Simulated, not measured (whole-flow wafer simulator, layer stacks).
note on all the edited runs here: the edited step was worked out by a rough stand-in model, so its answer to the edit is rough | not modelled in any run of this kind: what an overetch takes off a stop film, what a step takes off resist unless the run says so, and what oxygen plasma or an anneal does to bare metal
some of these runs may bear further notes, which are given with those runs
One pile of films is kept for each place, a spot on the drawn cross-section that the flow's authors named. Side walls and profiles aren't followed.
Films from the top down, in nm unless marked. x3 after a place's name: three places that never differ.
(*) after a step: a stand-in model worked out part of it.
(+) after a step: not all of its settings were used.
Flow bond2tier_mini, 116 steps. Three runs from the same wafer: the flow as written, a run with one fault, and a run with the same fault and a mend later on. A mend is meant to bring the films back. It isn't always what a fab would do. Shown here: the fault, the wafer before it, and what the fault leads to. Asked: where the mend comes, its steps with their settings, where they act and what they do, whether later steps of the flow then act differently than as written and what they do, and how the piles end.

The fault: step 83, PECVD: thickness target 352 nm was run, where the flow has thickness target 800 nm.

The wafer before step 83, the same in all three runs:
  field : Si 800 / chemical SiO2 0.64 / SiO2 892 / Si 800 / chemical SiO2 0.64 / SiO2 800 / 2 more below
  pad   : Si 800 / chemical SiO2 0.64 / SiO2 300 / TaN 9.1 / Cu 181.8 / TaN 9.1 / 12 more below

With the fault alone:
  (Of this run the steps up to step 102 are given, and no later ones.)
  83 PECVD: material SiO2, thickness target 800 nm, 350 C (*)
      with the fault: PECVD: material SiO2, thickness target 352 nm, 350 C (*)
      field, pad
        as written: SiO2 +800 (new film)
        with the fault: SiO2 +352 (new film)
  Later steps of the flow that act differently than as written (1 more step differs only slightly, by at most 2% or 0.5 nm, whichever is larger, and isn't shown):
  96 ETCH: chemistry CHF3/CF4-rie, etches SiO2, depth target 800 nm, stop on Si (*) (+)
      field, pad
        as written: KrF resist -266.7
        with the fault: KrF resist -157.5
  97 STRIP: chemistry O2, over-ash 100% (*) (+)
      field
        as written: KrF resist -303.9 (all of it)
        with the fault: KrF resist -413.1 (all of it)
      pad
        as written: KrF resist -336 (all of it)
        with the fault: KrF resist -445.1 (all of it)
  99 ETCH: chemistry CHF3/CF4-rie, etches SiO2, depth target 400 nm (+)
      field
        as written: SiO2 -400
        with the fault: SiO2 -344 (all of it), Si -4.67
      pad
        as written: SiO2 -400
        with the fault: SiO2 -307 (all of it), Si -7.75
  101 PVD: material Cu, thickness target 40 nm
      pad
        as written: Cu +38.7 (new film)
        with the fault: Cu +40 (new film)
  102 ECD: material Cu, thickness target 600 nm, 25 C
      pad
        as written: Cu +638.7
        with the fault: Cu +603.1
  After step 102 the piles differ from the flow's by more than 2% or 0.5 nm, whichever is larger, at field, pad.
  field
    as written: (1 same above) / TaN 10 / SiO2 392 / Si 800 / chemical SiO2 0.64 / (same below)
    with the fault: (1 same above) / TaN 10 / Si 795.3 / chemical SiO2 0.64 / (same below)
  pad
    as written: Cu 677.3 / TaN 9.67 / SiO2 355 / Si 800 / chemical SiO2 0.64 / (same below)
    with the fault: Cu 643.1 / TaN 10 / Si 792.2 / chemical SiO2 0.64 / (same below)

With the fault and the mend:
  The mend comes after step 88.
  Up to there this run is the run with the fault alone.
  88a STRIP: chemistry O2, over-ash 100% (+)
      field
        KrF resist -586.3 (all of it)
  88b PECVD: material SiO2, thickness target 448 nm, 350 C (*) (the flow's step 83 once more, with other settings)
      field, pad
        SiO2 +448
  88c COAT: KrF resist, thickness 600 nm (the flow's step 84 once more)
      field, pad
        KrF resist +600 (new film)
  88d SOFTBAKE: KrF resist (the flow's step 85 once more)
      changes no film at any place that is followed
  88e EXPOSE: photomask T3TRIM, NA 0.6 (the flow's step 86 once more)
      changes no film at any place that is followed
  88f PEB: KrF resist (the flow's step 87 once more)
      changes no film at any place that is followed
  88g DEVELOP: developer TMAH-0.26N, 60 s (the flow's step 88 once more)
      field
        KrF resist -13.7
      pad
        KrF resist -600 (all of it)
  No later step of the flow acts differently than as written at any place that is followed.
  At the end the piles are the same as the flow's at every place that both follow.
